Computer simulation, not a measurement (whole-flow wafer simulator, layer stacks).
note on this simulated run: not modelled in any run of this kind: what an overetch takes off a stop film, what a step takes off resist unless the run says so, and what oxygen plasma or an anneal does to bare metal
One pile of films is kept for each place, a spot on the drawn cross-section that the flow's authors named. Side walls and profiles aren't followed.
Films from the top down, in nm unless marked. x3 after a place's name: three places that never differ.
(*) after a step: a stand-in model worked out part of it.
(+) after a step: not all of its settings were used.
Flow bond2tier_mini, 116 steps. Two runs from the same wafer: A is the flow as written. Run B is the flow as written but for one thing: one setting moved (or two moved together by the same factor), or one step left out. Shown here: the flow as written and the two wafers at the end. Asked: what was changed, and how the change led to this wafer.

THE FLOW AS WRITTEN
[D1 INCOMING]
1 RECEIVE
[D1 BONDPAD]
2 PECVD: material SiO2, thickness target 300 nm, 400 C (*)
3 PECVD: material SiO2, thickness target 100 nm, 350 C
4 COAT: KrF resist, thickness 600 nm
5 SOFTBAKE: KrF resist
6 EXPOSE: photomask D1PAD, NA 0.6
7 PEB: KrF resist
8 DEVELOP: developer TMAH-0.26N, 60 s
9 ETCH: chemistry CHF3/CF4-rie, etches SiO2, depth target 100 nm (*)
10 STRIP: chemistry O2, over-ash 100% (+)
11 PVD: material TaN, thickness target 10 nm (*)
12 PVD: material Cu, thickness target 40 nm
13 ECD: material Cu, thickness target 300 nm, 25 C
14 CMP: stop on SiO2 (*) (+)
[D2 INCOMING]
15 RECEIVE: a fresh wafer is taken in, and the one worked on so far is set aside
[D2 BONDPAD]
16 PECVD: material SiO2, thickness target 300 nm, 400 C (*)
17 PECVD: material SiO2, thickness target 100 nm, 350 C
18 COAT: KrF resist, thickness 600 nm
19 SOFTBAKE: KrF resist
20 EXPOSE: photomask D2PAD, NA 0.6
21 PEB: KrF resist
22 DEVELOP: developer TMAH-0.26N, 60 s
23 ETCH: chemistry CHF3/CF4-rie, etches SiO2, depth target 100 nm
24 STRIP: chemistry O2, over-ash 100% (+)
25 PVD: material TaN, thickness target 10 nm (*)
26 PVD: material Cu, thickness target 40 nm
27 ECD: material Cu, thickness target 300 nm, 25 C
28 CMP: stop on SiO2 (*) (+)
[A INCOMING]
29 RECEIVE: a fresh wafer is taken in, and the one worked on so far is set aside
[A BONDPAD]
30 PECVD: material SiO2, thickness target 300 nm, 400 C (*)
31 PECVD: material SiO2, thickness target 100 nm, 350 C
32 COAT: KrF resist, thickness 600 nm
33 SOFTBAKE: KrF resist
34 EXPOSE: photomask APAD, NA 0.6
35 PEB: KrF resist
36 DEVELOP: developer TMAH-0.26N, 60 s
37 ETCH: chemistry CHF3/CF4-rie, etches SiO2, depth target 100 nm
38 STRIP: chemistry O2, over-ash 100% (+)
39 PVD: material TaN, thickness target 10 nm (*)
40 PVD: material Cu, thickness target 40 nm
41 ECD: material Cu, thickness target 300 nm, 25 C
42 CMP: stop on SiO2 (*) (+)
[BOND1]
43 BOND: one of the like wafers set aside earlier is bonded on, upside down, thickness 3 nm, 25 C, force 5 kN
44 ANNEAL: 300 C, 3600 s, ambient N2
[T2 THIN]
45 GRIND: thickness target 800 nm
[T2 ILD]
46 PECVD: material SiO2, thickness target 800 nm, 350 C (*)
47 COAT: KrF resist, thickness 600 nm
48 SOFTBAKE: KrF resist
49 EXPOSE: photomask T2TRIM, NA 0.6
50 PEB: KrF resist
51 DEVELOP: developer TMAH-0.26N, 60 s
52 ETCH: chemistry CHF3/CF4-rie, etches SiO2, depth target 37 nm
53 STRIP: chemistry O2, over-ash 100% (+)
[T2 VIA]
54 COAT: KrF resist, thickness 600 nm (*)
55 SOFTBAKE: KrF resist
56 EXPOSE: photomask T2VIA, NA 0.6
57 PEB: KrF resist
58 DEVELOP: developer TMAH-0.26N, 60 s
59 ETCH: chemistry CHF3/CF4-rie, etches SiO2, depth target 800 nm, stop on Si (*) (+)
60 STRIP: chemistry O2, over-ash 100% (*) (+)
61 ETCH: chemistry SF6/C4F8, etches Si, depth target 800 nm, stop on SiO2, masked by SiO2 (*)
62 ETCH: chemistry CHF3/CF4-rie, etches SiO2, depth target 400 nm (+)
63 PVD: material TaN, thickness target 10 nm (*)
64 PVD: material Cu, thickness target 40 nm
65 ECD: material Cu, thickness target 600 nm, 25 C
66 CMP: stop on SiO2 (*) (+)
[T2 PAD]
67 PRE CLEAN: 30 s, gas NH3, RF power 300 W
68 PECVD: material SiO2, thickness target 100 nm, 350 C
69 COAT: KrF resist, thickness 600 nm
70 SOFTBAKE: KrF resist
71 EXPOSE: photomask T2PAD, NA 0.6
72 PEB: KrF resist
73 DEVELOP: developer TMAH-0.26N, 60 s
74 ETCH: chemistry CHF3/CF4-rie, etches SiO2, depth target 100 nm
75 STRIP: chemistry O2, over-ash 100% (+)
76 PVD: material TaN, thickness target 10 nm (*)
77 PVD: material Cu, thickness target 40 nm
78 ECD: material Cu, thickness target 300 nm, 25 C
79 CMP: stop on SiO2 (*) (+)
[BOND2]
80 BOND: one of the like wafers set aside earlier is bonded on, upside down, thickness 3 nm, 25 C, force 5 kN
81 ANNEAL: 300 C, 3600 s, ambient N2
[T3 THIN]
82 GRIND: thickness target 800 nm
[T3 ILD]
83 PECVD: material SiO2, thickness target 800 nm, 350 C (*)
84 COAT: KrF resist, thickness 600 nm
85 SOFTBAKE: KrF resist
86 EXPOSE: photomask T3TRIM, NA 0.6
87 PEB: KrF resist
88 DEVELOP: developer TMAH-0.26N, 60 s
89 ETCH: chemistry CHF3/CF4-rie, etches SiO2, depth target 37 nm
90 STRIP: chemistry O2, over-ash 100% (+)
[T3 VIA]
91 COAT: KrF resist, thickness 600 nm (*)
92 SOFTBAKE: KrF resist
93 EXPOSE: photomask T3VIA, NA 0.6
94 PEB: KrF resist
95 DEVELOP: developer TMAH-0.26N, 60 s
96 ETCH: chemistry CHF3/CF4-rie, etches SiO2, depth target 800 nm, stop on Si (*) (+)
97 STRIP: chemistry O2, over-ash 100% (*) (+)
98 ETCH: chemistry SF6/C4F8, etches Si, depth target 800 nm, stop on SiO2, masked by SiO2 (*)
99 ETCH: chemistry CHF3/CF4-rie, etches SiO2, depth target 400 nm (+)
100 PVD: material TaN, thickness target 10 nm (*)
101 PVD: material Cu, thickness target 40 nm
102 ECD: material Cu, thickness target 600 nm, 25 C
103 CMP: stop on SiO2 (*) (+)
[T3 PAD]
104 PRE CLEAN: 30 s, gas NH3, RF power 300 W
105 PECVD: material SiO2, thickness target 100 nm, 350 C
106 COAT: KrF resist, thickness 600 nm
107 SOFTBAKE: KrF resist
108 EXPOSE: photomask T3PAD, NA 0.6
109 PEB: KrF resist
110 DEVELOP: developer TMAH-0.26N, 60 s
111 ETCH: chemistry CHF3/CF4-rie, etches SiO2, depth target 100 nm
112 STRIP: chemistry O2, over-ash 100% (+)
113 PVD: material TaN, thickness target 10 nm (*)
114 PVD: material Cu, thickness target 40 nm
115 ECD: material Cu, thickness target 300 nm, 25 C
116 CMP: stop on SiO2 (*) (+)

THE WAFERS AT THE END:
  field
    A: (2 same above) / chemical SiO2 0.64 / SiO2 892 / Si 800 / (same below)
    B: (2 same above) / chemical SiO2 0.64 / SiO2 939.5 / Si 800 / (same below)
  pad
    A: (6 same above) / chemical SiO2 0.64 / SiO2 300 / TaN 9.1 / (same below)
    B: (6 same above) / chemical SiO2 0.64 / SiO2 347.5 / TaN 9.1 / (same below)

The cause: step 17, PECVD: thickness target 147.5 nm was run, where the flow has thickness target 100 nm.

How the change led to this, step by step:
  17 PECVD: material SiO2, thickness target 100 nm, 350 C
      field, pad, via: A SiO2 +100 | B SiO2 +147.5
  80 BOND: one of the like wafers set aside earlier is bonded on, upside down, thickness 3 nm, 25 C, force 5 kN
      field: A Si +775 um (new film), chemical SiO2 +0.64 (new film), SiO2 +400 | B Si +775 um (new film), chemical SiO2 +0.64 (new film), SiO2 +447.5
      pad: A Si +775 um (new film), chemical SiO2 +0.64 (new film), SiO2 +300 (new film), TaN +9.1 (new film), Cu +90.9 | B Si +775 um (new film), chemical SiO2 +0.64 (new film), SiO2 +347.5 (new film), TaN +9.1 (new film), Cu +90.9
